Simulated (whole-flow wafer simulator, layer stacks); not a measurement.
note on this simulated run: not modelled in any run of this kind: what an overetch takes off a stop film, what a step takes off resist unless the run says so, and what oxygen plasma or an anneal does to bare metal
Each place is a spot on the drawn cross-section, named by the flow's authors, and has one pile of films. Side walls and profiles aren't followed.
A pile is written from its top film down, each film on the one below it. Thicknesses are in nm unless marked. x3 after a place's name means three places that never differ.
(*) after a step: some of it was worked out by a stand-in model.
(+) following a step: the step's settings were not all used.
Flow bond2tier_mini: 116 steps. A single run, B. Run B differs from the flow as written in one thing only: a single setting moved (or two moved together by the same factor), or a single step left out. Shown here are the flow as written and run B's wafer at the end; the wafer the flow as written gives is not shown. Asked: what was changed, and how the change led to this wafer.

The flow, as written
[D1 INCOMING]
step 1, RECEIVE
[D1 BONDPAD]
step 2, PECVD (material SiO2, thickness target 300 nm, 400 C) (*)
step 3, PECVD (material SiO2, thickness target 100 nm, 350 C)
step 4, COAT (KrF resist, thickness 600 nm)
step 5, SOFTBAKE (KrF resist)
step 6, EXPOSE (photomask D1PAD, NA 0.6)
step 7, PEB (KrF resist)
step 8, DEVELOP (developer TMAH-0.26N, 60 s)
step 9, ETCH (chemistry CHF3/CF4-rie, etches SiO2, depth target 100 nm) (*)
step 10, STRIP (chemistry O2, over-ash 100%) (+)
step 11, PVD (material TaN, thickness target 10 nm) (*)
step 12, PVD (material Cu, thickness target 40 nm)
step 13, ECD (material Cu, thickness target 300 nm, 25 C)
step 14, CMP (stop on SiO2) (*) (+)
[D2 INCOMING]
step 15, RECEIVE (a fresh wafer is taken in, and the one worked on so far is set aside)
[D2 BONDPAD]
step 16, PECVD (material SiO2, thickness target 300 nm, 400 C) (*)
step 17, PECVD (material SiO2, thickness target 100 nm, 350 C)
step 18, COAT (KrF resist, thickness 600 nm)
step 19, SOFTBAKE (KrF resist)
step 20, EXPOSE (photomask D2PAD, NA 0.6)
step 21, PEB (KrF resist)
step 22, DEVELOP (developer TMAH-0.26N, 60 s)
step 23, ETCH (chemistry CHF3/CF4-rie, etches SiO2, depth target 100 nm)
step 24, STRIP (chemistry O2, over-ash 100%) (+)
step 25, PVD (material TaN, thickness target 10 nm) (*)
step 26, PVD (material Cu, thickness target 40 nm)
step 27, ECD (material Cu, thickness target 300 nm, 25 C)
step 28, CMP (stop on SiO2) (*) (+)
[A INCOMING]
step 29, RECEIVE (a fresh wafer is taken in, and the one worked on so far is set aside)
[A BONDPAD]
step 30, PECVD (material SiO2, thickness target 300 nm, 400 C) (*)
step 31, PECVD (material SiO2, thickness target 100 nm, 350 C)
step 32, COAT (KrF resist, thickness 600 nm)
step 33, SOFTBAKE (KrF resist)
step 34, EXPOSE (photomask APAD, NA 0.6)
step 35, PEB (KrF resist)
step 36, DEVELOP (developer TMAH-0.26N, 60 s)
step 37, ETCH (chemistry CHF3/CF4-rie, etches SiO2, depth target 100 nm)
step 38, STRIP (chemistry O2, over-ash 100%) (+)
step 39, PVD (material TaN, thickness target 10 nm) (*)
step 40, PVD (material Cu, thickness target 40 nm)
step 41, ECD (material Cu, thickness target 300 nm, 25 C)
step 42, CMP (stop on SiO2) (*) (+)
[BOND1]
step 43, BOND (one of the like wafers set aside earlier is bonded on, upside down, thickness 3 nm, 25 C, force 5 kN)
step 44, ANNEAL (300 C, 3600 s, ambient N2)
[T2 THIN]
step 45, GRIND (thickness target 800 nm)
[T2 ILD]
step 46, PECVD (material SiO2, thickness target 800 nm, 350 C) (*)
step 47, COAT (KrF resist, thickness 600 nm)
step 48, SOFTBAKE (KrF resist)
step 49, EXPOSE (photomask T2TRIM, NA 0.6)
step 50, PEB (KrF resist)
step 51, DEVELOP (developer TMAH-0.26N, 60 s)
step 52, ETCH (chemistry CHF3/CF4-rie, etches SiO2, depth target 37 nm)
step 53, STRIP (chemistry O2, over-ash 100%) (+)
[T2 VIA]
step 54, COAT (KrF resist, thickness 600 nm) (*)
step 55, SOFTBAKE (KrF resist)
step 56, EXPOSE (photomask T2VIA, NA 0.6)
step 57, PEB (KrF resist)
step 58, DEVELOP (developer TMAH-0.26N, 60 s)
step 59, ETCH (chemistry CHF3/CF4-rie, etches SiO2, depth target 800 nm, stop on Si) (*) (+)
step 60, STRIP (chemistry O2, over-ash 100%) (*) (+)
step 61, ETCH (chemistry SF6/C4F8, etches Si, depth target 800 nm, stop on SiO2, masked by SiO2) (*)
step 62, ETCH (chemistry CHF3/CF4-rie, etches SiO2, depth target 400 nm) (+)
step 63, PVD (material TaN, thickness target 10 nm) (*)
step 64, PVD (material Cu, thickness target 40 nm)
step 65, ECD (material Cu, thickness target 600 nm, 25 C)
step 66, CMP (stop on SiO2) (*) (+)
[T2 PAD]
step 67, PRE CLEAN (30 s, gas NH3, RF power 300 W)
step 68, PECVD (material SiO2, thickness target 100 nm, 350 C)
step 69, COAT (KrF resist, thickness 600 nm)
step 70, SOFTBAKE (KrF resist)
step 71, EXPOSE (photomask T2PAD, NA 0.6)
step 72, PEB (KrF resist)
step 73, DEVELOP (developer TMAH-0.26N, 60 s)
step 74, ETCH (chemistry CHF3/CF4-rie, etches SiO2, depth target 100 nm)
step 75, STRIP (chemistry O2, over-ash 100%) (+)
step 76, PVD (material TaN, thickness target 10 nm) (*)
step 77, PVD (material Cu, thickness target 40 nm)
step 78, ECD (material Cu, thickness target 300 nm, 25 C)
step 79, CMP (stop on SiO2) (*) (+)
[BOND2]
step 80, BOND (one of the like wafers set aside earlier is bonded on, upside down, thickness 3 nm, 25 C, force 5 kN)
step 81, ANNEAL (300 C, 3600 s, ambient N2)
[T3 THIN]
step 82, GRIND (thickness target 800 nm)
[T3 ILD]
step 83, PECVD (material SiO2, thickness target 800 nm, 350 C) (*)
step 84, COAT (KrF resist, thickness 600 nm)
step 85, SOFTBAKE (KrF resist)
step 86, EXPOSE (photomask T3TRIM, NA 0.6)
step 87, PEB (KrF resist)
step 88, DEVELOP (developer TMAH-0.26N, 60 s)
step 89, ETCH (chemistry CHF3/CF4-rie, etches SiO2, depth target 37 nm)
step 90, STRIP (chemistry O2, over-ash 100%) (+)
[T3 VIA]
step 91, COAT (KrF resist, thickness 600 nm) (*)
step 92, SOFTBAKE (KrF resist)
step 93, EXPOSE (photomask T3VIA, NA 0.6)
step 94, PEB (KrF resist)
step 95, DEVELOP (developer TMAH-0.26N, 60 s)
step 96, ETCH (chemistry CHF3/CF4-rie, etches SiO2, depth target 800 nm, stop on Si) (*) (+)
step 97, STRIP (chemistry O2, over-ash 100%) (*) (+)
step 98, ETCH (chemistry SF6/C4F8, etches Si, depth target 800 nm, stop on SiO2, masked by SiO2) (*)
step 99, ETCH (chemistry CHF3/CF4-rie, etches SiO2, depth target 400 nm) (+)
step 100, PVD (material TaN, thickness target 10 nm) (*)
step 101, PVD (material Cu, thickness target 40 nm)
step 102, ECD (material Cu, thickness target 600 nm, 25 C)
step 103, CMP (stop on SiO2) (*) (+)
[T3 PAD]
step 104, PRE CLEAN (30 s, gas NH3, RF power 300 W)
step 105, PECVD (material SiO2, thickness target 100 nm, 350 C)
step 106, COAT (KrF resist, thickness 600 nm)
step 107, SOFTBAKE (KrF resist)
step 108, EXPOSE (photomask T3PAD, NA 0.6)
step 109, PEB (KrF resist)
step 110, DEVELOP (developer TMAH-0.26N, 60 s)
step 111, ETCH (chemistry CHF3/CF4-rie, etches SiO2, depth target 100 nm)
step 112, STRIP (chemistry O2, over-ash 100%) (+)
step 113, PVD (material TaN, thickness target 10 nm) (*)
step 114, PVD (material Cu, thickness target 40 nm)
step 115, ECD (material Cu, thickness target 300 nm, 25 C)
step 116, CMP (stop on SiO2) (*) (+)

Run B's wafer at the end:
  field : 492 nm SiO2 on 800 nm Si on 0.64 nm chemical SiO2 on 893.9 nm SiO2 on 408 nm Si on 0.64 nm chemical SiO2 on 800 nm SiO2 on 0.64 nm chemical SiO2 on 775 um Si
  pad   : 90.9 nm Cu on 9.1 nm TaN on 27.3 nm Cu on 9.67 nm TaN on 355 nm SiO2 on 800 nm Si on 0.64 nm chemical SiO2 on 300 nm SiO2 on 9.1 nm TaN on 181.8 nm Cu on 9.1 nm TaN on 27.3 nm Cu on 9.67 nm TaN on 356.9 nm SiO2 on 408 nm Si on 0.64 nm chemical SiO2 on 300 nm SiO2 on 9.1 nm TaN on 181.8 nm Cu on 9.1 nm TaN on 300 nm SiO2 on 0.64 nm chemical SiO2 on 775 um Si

The reason: step 45, GRIND: thickness target 408 nm was run, though the flow has thickness target 800 nm.
One can read it off the wafer: field has Si 408, and step 45 as written asks for 800 nm.

How this came from the change, step by step:
  step 45, GRIND (thickness target 800 nm)
      field, pad, via: -774.59 um Si (as written it would have been: -774.2 um Si)
  step 61, ETCH (chemistry SF6/C4F8, etches Si, depth target 800 nm, stop on SiO2, masked by SiO2) (*)
      field, pad: -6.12 SiO2 (as written it would have been: -8 SiO2)
